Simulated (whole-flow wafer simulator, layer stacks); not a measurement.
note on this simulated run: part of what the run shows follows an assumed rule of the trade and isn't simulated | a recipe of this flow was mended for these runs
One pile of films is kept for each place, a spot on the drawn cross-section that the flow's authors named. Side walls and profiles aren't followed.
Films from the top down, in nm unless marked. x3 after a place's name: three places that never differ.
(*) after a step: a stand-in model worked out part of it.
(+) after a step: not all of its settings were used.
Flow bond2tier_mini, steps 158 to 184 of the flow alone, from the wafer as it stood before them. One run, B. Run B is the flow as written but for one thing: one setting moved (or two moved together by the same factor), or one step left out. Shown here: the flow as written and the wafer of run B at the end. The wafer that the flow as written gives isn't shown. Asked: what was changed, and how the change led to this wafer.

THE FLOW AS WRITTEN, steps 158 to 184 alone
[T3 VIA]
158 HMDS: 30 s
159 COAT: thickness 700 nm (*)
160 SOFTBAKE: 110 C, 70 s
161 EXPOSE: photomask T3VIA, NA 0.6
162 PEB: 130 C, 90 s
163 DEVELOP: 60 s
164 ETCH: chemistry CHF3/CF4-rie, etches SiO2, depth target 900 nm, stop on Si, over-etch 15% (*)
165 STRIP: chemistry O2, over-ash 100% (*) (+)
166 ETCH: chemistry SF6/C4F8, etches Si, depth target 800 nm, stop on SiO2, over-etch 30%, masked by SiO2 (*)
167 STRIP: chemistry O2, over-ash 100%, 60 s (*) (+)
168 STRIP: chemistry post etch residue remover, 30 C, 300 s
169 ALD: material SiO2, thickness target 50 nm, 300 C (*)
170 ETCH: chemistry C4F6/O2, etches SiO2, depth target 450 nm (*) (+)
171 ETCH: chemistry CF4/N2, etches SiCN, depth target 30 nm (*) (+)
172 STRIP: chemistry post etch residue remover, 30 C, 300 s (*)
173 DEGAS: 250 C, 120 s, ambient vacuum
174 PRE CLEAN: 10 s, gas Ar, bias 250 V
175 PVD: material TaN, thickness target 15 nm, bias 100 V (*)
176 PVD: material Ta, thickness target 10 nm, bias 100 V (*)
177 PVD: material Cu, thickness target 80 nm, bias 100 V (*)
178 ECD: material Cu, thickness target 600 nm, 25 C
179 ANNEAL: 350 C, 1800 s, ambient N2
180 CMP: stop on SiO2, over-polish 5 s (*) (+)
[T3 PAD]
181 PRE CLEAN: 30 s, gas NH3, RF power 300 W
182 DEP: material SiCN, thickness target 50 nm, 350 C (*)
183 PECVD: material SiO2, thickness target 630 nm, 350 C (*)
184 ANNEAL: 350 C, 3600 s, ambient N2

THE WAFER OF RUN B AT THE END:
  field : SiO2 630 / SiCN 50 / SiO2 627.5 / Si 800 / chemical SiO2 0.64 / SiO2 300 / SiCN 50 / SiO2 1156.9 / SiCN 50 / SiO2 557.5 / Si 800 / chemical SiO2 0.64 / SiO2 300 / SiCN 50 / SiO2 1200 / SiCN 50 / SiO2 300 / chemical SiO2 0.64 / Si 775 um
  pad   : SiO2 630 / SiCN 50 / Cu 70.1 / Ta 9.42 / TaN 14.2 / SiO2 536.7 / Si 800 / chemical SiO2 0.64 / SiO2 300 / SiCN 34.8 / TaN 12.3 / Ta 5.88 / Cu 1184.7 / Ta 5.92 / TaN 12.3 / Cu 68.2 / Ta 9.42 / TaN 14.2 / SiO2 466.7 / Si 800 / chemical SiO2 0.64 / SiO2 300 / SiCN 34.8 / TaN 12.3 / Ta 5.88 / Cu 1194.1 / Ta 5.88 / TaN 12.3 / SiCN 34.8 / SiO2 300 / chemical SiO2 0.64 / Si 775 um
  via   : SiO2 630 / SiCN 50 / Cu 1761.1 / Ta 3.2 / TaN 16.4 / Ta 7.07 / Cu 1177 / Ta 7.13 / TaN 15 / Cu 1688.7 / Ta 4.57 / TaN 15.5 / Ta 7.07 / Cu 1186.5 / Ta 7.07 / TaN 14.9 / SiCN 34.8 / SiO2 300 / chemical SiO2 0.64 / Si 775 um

The cause: step 169, ALD: thickness target 120 nm was run, where the flow has thickness target 50 nm.

How the change led to this, step by step:
  169 ALD: material SiO2, thickness target 50 nm, 300 C (*)
      field, pad, via: SiO2 +120 (as written it would be: SiO2 +50)
  170 ETCH: chemistry C4F6/O2, etches SiO2, depth target 450 nm (*) (+)
      via: SiO2 -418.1 (all of it), SiCN -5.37 (as written it would be: SiO2 -348.1 (all of it), SiCN -17.2)
  171 ETCH: chemistry CF4/N2, etches SiCN, depth target 30 nm (*) (+)
      via: SiCN -29.4 (all of it), TaN -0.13 (as written it would be: SiCN -17.6 (all of it), TaN -3.01)
  175 PVD: material TaN, thickness target 15 nm, bias 100 V (*)
      via: TaN +4.93 (as written it would be: TaN +6.94)
  176 PVD: material Ta, thickness target 10 nm, bias 100 V (*)
      via: Ta +3.2 (new film) (as written it would be: Ta +4.57 (new film))
  177 PVD: material Cu, thickness target 80 nm, bias 100 V (*)
      via: Cu +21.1 (new film) (as written it would be: Cu +35 (new film))
  178 ECD: material Cu, thickness target 600 nm, 25 C
      via: Cu +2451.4 (as written it would be: Cu +2367)
